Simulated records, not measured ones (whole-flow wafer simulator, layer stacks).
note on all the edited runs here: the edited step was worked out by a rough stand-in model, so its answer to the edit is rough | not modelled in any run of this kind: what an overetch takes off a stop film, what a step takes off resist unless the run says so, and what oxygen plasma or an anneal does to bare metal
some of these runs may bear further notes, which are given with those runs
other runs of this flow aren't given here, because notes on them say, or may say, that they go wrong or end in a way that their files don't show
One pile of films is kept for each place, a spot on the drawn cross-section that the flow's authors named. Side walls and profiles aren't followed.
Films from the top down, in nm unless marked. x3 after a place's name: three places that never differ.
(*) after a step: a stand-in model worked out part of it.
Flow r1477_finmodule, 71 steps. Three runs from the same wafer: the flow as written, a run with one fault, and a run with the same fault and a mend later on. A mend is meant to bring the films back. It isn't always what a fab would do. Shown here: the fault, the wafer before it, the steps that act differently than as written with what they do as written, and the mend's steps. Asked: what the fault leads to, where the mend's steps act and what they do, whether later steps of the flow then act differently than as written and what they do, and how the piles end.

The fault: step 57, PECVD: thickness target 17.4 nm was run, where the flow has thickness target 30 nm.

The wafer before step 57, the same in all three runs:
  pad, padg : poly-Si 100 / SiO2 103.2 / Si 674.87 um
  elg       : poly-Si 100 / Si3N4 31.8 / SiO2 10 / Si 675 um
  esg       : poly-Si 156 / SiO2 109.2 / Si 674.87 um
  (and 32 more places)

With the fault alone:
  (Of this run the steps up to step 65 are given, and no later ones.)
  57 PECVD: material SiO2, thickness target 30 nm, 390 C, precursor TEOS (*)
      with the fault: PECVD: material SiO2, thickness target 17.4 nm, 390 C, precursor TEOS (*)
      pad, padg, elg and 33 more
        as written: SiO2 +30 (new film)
        with the fault: SiO2 +17.4 (new film)
  No later step of the flow up to step 65 acts differently than as written, at any place that is followed, by more than 2% or 0.5 nm, whichever is larger.
  After step 65 the piles differ from the flow's by more than 2% or 0.5 nm, whichever is larger, at pad, padg, elg and 33 more.
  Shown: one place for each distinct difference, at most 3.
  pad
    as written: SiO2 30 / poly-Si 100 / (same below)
    with the fault: SiO2 17.4 / poly-Si 100 / (same below)
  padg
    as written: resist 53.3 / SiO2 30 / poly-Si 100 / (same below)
    with the fault: resist 53.3 / SiO2 17.4 / poly-Si 100 / (same below)
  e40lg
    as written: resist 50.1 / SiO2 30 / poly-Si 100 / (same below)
    with the fault: resist 50.1 / SiO2 17.4 / poly-Si 100 / (same below)

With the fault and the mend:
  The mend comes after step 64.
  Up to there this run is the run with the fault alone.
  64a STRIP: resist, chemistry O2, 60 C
      padg, elg, esg
        resist -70 (all of it)
      e40lg, e100lg, e200lg
        resist -66.9 (all of it)
      s40sg, s45sg
        resist -91 (all of it)
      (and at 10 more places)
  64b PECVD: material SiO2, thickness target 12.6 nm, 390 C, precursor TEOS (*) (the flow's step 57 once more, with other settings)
      pad, padg, elg and 33 more
        SiO2 +12.6
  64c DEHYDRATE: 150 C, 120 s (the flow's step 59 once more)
      changes no film at any place that is followed
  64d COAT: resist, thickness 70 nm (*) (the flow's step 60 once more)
      e40lg, e100lg, e200lg, elo, e40lo, e100lo, e200lo
        resist +66.9 (new film)
      pad, padg, elg, esg
        resist +70 (new film)
      s40sg, s45sg, s40so, s45so
        resist +91 (new film)
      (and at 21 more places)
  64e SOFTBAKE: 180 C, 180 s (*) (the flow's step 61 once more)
      changes no film at any place that is followed
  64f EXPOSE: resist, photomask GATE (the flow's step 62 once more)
      changes no film at any place that is followed
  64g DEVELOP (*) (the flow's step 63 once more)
      elo, e40lo, e100lo, e200lo
        resist -66.9 (all of it)
      eso, e40so
        resist -129.5 (all of it)
      s40so, s45so
        resist -91 (all of it)
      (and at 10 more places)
  No later step of the flow acts differently than as written at any place that is followed.
  At the end the piles are the same as the flow's at every place that both follow.
